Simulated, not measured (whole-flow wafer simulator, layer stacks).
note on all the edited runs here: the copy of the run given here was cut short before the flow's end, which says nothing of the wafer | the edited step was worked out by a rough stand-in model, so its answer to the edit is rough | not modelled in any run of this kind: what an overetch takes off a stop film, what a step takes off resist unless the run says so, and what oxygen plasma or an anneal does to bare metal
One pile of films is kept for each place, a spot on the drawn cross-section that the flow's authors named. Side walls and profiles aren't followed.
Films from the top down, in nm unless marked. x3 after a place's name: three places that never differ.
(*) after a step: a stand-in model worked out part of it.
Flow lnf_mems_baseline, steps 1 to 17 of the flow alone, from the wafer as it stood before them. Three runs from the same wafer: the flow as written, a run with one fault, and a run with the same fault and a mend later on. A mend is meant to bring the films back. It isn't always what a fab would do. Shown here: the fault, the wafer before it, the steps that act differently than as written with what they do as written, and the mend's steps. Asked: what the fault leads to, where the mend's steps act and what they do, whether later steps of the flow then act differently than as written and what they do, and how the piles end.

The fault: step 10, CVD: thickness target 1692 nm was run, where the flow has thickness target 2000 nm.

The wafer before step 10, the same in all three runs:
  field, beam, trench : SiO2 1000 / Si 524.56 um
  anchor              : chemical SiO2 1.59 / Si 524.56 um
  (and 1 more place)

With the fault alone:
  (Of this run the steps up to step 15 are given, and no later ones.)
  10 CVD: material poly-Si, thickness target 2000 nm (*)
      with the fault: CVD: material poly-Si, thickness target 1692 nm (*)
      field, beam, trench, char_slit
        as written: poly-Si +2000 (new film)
        with the fault: poly-Si +1692 (new film)
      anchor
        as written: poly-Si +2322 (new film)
        with the fault: poly-Si +1782 (new film)
  Later steps of the flow that act differently than as written (1 more step differs only slightly, by at most 2% or 0.5 nm, whichever is larger, and isn't shown):
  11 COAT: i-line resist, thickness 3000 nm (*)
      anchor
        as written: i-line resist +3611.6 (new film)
        with the fault: i-line resist +3835.3 (new film)
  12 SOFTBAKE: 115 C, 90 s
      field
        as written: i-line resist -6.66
        with the fault: i-line resist -7.48
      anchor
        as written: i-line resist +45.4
        with the fault: i-line resist +51.3
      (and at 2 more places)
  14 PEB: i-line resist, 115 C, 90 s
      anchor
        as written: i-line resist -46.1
        with the fault: i-line resist -50.3
  After step 15 the piles differ from the flow's by more than 2% or 0.5 nm, whichever is larger, at field, anchor, beam, trench, char_slit.
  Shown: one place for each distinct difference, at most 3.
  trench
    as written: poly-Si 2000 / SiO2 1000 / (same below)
    with the fault: poly-Si 1692 / SiO2 1000 / (same below)
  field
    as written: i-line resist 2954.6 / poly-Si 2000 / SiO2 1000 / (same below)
    with the fault: i-line resist 2953.3 / poly-Si 1692 / SiO2 1000 / (same below)
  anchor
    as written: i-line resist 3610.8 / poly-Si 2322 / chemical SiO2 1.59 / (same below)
    with the fault: i-line resist 3836.3 / poly-Si 1782 / chemical SiO2 1.59 / (same below)

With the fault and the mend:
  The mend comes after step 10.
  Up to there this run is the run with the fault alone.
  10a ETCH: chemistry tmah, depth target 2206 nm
      field, beam, trench, char_slit
        poly-Si -1692 (all of it)
      anchor
        poly-Si -1782 (all of it)
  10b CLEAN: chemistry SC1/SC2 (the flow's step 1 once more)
      changes no film at any place that is followed
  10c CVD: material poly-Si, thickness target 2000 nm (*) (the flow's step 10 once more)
      field, beam, trench, char_slit
        poly-Si +2000 (new film)
      anchor
        poly-Si +2322 (new film)
  No later step of the flow acts differently than as written at any place that is followed.
  At the end the piles are the same as the flow's at every place that both follow.
